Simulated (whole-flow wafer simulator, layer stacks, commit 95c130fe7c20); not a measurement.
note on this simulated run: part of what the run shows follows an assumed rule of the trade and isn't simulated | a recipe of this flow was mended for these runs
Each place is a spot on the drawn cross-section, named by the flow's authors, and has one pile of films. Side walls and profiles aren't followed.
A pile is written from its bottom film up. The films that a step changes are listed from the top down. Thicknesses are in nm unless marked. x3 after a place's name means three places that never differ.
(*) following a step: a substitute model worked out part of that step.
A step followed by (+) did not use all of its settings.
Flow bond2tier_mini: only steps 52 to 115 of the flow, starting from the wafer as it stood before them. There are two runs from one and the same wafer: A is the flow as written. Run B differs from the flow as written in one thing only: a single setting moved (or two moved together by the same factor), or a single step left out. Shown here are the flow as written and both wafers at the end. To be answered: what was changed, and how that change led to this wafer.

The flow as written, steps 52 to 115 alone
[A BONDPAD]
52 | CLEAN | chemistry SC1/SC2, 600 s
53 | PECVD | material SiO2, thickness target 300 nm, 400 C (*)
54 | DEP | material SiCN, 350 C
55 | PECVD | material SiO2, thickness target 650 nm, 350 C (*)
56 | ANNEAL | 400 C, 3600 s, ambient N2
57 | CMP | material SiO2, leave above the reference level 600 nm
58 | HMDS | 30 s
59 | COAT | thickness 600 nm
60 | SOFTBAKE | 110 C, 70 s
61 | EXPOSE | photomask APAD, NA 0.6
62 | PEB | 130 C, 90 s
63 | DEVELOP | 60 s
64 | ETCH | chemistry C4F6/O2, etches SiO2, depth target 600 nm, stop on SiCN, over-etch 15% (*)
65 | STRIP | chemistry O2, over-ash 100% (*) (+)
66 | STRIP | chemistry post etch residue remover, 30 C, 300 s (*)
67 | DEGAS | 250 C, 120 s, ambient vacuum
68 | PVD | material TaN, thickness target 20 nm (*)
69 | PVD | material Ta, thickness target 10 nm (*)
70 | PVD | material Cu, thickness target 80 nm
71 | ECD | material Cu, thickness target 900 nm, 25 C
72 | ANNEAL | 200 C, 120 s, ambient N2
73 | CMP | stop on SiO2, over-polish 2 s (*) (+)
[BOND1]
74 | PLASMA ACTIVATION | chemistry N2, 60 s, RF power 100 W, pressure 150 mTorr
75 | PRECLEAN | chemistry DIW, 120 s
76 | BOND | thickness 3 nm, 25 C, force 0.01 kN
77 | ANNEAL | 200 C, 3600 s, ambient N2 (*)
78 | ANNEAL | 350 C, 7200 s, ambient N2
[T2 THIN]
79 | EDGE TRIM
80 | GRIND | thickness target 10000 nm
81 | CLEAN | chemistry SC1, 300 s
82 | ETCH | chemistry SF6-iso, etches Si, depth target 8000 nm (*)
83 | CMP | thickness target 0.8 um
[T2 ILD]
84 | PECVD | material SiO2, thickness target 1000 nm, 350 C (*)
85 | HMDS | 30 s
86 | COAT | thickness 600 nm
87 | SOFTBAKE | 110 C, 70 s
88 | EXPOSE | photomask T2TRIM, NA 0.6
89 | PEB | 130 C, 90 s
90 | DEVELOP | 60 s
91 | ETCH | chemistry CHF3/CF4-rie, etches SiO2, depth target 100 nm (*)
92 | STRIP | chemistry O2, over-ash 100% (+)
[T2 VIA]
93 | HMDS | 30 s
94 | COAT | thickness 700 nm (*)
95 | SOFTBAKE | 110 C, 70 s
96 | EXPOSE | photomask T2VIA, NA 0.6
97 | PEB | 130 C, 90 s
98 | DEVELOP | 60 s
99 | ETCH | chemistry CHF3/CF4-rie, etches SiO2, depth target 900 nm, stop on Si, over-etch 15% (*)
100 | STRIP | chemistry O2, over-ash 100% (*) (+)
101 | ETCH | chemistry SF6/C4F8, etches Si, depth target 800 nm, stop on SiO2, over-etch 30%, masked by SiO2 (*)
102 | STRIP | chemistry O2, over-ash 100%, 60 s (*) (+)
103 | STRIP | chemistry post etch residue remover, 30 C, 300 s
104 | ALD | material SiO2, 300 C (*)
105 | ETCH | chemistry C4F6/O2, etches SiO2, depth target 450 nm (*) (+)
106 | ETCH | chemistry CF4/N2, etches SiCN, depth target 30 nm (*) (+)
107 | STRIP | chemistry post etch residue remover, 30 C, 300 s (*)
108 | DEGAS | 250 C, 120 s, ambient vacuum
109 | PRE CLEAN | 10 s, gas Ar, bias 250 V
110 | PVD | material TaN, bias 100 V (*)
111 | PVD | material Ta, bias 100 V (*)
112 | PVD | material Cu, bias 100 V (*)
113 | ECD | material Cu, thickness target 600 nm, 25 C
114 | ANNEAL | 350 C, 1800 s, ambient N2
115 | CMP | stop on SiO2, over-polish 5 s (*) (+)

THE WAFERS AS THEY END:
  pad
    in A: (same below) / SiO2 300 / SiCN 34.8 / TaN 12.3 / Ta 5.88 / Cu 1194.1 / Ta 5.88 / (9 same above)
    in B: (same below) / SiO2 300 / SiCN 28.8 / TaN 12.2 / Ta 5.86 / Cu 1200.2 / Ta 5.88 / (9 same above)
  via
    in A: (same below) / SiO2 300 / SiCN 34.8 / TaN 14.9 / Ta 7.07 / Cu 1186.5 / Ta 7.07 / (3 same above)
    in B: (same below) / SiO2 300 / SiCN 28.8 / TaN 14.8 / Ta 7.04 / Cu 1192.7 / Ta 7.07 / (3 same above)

What caused this: step 64, ETCH: over-etch 21% was run, while the flow as written has over-etch 15%.

The path from the change to this, step by step:
  64 | ETCH | chemistry C4F6/O2, etches SiO2, depth target 600 nm, stop on SiCN, over-etch 15% (*)
      pad, via: A -600 SiO2 (all of it), -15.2 SiCN | B -600 SiO2 (all of it), -21.2 SiCN
      field: A -115 thick-KrF-resist | B -121 thick-KrF-resist
